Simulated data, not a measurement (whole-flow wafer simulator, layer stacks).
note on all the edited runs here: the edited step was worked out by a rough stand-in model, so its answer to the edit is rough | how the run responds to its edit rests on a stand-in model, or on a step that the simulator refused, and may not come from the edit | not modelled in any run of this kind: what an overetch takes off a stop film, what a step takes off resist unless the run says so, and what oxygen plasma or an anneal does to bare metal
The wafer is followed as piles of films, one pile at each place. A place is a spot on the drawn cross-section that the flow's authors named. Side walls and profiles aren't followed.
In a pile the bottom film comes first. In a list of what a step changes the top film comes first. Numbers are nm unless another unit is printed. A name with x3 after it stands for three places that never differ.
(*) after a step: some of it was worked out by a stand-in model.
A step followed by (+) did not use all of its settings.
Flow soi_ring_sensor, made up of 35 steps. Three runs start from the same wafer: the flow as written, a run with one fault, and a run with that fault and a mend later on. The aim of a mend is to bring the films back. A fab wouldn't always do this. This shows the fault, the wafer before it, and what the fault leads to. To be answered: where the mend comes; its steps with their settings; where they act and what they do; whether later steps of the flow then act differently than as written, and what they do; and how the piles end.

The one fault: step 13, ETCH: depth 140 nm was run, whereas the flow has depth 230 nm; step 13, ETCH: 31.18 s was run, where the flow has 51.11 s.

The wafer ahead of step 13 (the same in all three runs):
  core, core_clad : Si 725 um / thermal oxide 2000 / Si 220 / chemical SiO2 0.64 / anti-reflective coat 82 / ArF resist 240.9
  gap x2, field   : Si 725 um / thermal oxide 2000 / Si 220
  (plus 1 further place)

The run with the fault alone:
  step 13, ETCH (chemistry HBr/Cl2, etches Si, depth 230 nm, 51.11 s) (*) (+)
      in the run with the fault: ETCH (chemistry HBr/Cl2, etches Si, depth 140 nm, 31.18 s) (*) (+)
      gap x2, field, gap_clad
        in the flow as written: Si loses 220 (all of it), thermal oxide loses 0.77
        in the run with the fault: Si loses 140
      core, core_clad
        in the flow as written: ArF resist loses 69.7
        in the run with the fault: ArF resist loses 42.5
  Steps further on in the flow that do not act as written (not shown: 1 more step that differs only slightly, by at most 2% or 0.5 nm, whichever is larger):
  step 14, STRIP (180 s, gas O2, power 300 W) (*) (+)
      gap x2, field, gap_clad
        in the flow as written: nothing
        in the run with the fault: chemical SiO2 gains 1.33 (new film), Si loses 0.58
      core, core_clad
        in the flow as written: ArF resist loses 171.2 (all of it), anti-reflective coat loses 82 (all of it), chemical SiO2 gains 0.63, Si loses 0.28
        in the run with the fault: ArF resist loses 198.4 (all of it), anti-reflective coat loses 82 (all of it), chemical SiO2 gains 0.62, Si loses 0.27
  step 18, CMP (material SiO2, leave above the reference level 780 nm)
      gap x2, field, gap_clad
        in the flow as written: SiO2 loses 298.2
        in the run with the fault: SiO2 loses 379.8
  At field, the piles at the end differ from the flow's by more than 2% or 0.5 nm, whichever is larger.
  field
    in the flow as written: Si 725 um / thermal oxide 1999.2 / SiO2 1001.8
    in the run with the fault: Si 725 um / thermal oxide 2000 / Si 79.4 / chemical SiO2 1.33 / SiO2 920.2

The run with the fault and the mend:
  The mend follows step 13.
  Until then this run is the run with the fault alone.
  step 13a, ETCH (chemistry HBr/Cl2, etches Si, depth 90 nm, 20 s) (*) (+) (the flow's step 13, run once more with other settings)
      gap x2, field, gap_clad
        Si loses 80 (all of it), thermal oxide loses 0.77
      core, core_clad
        ArF resist loses 27.3
  Later steps of the flow that are run all act as written at every place that is followed, up to a difference of at most 2% or 0.5 nm, whichever is larger.
  At every place that both follow, the piles at the end match the flow's.
